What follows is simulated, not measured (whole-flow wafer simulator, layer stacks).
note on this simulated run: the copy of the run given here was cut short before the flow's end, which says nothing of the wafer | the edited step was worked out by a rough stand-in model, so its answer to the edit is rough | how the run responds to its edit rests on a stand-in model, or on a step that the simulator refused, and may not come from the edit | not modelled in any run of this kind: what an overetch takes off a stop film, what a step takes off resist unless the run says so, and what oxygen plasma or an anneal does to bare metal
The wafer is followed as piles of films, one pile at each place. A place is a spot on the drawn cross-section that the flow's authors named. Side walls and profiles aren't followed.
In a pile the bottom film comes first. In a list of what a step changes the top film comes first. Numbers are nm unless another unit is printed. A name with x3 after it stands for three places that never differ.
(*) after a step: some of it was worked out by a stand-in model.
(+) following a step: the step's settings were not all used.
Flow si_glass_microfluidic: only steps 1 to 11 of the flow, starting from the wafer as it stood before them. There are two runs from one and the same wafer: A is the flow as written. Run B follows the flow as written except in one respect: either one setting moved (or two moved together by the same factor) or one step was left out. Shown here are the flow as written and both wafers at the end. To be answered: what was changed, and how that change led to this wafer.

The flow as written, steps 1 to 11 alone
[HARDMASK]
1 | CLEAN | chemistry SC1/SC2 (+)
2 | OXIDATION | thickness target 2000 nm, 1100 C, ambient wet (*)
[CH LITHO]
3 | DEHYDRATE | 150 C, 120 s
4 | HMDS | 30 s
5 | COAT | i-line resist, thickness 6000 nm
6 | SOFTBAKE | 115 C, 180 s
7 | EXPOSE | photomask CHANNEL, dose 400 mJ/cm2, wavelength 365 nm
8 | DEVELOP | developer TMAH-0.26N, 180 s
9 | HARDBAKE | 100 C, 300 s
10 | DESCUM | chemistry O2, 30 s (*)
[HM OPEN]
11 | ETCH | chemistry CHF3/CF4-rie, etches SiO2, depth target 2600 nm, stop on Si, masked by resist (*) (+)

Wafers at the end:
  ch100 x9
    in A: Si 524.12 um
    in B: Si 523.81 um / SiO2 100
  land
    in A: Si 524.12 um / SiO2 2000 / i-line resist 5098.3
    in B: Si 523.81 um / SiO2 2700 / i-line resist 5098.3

What caused this: step 2, OXIDATION: thickness target 2700 nm was run, whereas the flow has thickness target 2000 nm.
The wafer itself shows it: land has SiO2 2700, and step 2 as written asks for 2000 nm.

Step by step, how the change led to this:
  2 | OXIDATION | thickness target 2000 nm, 1100 C, ambient wet (*)
      land, ch100 x9: A +2000 SiO2 (new film), -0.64 chemical SiO2 (all of it), -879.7 Si | B +2700 SiO2 (new film), -0.64 chemical SiO2 (all of it), -1187.7 Si
  11 | ETCH | chemistry CHF3/CF4-rie, etches SiO2, depth target 2600 nm, stop on Si, masked by resist (*) (+)
      ch100 x9: A -2000 SiO2 (all of it) | B -2600 SiO2
